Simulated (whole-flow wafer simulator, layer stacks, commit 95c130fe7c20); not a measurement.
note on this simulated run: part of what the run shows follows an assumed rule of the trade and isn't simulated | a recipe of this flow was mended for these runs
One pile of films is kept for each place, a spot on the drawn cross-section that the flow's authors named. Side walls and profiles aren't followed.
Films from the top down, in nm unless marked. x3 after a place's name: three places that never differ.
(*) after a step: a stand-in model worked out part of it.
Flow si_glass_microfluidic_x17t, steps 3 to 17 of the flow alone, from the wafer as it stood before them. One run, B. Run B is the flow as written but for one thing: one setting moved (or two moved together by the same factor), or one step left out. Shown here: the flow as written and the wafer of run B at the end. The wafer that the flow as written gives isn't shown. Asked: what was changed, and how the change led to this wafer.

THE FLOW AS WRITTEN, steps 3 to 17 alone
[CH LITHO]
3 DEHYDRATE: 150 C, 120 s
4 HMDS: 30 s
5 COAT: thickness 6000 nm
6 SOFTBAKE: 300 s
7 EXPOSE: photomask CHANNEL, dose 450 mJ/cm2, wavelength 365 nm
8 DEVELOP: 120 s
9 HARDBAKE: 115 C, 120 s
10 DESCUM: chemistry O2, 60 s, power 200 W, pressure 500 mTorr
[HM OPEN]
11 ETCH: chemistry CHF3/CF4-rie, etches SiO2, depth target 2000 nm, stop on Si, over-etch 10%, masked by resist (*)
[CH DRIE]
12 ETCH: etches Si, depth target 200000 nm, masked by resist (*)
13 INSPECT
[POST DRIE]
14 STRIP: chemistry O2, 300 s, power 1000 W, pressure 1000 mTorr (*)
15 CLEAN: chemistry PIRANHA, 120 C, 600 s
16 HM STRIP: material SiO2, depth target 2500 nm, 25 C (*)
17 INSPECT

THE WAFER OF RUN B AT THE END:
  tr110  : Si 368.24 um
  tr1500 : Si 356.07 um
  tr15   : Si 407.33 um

The cause: step 11, ETCH: depth target 1550 nm was run, where the flow has depth target 2000 nm.

How the change led to this, step by step:
  11 ETCH: chemistry CHF3/CF4-rie, etches SiO2, depth target 2000 nm, stop on Si, over-etch 10%, masked by resist (*)
      tr110, tr1500, tr15: SiO2 -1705 (as written it would be: SiO2 -2000 (all of it), Si -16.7)
      land: thick-i-line-resist -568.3 (as written it would be: thick-i-line-resist -733.3)
  12 ETCH: etches Si, depth target 200000 nm, masked by resist (*)
      tr110: SiO2 -295 (all of it), Si -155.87 um (as written it would be: Si -200.12 um)
      tr1500: SiO2 -295 (all of it), Si -168.05 um (as written it would be: Si -215.73 um)
      (and at 1 more place)
  14 STRIP: chemistry O2, 300 s, power 1000 W, pressure 1000 mTorr (*)
      land: thick-i-line-resist -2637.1 (all of it) (as written it would be: thick-i-line-resist -2472.3 (all of it))
